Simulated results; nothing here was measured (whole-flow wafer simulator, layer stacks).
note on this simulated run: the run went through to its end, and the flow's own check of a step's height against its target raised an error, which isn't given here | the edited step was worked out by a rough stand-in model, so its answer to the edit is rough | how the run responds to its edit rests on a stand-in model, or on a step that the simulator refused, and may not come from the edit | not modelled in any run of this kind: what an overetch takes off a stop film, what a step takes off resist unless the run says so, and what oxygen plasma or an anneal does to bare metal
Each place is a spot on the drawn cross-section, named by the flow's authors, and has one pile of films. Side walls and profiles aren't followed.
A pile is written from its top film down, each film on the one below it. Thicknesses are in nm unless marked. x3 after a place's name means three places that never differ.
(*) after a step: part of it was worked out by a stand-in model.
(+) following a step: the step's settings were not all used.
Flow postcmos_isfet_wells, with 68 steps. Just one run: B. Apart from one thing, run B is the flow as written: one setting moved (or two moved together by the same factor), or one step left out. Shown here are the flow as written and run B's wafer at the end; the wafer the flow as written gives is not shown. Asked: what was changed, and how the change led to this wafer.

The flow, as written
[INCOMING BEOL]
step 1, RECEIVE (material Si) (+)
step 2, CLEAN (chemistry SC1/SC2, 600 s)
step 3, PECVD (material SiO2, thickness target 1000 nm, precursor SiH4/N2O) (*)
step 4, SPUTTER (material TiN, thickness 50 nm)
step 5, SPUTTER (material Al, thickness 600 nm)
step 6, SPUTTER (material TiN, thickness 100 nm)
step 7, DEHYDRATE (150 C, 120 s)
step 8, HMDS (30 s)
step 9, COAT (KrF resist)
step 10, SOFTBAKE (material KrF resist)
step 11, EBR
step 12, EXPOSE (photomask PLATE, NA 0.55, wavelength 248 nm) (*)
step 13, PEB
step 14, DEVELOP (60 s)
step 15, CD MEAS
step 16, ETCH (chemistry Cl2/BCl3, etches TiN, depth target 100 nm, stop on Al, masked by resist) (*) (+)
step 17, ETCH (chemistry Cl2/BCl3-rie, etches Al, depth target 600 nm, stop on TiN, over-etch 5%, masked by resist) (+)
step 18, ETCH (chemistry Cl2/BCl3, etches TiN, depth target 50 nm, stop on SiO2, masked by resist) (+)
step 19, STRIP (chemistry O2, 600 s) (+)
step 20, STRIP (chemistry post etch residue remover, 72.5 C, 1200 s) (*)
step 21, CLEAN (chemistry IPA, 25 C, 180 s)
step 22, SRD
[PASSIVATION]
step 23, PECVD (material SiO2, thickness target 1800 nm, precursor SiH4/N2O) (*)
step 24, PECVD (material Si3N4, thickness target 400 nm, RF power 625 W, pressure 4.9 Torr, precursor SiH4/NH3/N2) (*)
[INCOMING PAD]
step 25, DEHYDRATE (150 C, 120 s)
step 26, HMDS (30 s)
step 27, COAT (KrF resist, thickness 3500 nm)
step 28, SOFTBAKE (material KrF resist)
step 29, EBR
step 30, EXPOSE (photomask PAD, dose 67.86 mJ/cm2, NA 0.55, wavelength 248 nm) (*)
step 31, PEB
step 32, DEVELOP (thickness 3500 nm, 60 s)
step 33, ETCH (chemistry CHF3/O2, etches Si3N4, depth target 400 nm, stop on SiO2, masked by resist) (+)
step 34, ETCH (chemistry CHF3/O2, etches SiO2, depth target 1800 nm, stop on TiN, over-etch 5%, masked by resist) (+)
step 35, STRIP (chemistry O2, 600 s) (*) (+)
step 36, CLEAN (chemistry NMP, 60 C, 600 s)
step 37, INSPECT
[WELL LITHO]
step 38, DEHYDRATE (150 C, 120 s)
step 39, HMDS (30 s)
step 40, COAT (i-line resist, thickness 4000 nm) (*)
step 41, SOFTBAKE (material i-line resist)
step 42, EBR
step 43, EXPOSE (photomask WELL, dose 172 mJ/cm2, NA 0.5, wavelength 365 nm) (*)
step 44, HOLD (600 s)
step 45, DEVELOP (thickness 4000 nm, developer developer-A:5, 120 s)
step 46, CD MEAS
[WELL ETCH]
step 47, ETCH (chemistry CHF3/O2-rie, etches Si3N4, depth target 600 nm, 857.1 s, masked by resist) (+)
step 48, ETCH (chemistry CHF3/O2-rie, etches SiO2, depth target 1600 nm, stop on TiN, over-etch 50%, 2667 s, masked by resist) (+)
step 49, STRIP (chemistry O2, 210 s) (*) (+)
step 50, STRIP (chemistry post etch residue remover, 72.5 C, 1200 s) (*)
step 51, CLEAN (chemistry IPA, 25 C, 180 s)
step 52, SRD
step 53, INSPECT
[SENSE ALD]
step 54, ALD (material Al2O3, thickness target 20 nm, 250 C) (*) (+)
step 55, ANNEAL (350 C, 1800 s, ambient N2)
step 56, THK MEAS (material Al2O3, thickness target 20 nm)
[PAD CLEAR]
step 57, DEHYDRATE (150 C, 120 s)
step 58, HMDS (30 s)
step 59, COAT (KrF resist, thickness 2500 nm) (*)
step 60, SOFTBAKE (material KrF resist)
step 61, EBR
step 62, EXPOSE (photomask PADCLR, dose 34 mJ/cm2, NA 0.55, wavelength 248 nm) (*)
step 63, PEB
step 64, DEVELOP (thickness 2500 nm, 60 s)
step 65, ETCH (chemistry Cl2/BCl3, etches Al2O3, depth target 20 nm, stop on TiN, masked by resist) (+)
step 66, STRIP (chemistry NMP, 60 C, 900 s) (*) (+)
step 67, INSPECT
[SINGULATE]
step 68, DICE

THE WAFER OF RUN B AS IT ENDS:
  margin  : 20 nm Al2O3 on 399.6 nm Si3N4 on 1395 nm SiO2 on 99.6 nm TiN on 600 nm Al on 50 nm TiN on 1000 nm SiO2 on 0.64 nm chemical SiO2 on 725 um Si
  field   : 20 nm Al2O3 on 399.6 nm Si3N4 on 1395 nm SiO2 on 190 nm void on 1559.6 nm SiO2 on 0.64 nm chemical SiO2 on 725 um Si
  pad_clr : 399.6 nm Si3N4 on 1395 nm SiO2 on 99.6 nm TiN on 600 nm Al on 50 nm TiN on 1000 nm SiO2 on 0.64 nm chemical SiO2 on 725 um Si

The reason: step 23, PECVD: thickness target 1395 nm was run, though the flow has thickness target 1800 nm.
The wafer lets one read it off: margin has SiO2 1395, and step 23 as written asks for 1800 nm.

How this came from the change, step by step:
  step 23, PECVD (material SiO2, thickness target 1800 nm, precursor SiH4/N2O) (*)
      margin, well900, well1300 x3, pad_rim, pad_clr, pad_open: SiO2 gains 1395 (new film) (it would be, as written: SiO2 gains 1800 (new film))
      field: SiO2 gains 1395 (new film), void gains 190 (new film), SiO2 gains 559.6 (it would be, as written: SiO2 gains 1800 (new film), void gains 189.9 (new film), SiO2 gains 559.7)
  step 34, ETCH (chemistry CHF3/O2, etches SiO2, depth target 1800 nm, stop on TiN, over-etch 5%, masked by resist) (+)
      field, margin, well900, well1300 x3, pad_rim, pad_clr: KrF resist loses 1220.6 (it would be, as written: KrF resist loses 1500)
      pad_open: SiO2 loses 1395 (all of it) (it would be, as written: SiO2 loses 1800 (all of it))
  step 35, STRIP (chemistry O2, 600 s) (*) (+)
      field, margin, well900, well1300 x3, pad_rim, pad_clr: KrF resist loses 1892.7 (all of it) (it would be, as written: KrF resist loses 1613.3 (all of it))
  step 40, COAT (i-line resist, thickness 4000 nm) (*)
      pad_clr: i-line resist gains 3384.6 (new film) (it would be, as written: i-line resist gains 3256.8 (new film))
      pad_open: i-line resist gains 4658.8 (new film) (it would be, as written: i-line resist gains 4804.7 (new film))
  step 41, SOFTBAKE (material i-line resist)
      pad_clr: i-line resist loses 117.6 (it would be, as written: i-line resist loses 156.7)
      pad_open: i-line resist gains 96.9 (it would be, as written: i-line resist gains 115.3)
  step 48, ETCH (chemistry CHF3/O2-rie, etches SiO2, depth target 1600 nm, stop on TiN, over-etch 50%, 2667 s, masked by resist) (+)
      well900, well1300 x3: SiO2 loses 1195 (all of it) (it would be, as written: SiO2 loses 1600 (all of it))
  step 49, STRIP (chemistry O2, 210 s) (*) (+)
      pad_clr: i-line resist loses 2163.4 (all of it) (it would be, as written: i-line resist loses 1996.5 (all of it))
      pad_open: i-line resist loses 3652 (all of it) (it would be, as written: i-line resist loses 3816.3 (all of it))
  step 59, COAT (KrF resist, thickness 2500 nm) (*)
      field: KrF resist gains 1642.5 (new film) (it would be, as written: KrF resist gains 1449 (new film))
      margin: KrF resist gains 1642.4 (new film) (it would be, as written: KrF resist gains 1448.9 (new film))
      (as well as at 3 more places)
  step 60, SOFTBAKE (material KrF resist)
      pad_clr: KrF resist loses 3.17 (it would be, as written: KrF resist loses 3.77)
  step 63, PEB
      field, margin: KrF resist loses 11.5 (it would be, as written: KrF resist loses 10.1)
      pad_rim: KrF resist loses 14.6 (it would be, as written: KrF resist loses 13.9)
      (as well as at 2 more places)
  step 64, DEVELOP (thickness 2500 nm, 60 s)
      pad_clr: KrF resist loses 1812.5 (all of it) (it would be, as written: KrF resist loses 1676 (all of it))
      pad_open: KrF resist loses 2943.8 (all of it) (it would be, as written: KrF resist loses 3045.1 (all of it))
  step 66, STRIP (chemistry NMP, 60 C, 900 s) (*) (+)
      field, margin: KrF resist loses 1592.2 (all of it) (it would be, as written: KrF resist loses 1400.1 (all of it))
      pad_rim: KrF resist loses 2015.2 (all of it) (it would be, as written: KrF resist loses 1923.7 (all of it))
